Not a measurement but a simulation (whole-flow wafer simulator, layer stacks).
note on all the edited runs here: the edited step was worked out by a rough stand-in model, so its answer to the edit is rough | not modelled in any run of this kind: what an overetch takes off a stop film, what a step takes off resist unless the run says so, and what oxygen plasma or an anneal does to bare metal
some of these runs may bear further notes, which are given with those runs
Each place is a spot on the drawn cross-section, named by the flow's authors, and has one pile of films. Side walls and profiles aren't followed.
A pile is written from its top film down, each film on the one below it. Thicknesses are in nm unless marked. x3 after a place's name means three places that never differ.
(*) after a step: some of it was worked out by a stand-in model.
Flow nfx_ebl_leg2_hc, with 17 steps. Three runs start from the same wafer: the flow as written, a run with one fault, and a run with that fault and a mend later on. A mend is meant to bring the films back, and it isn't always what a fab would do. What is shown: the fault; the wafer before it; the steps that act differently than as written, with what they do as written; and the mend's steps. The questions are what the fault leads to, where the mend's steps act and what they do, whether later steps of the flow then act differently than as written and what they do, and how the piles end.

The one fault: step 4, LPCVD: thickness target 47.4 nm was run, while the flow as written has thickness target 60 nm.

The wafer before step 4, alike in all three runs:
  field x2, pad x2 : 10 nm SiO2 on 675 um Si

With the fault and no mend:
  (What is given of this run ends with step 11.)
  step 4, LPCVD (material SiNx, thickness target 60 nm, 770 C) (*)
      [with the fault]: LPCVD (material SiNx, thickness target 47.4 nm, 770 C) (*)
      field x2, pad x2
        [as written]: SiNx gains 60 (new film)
        [with the fault]: SiNx gains 47.4 (new film)
  Every later step of the flow up to step 11 that is run acts as written at every place that is followed.
  The piles after step 11 differ from the flow's at field x2, pad x2 by more than 2% or 0.5 nm, whichever is larger.
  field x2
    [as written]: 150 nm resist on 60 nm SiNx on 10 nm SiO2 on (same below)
    [with the fault]: 150 nm resist on 47.4 nm SiNx on 10 nm SiO2 on (same below)
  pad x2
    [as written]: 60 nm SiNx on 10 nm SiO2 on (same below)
    [with the fault]: 47.4 nm SiNx on 10 nm SiO2 on (same below)

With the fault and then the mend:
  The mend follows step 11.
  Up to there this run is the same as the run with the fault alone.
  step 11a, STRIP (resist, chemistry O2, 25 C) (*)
      field x2
        resist loses 150 (all of it)
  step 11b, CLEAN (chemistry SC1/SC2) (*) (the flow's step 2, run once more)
      does not change any film at any place that is followed
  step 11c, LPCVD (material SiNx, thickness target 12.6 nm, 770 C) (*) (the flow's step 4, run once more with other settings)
      field x2, pad x2
        SiNx gains 12.6
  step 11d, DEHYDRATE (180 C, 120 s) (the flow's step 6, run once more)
      does not change any film at any place that is followed
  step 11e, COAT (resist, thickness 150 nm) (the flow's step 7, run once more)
      field x2, pad x2
        resist gains 150 (new film)
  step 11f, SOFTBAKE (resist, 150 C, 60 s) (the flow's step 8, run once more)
      does not change any film at any place that is followed
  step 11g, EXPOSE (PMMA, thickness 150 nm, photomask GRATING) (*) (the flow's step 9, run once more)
      does not change any film at any place that is followed
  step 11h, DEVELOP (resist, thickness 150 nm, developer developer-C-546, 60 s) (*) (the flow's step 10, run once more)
      pad x2
        resist loses 150 (all of it)
  Every later step of the flow that is run acts as written at every place that is followed.
  At every place that both follow, the piles at the end match the flow's.
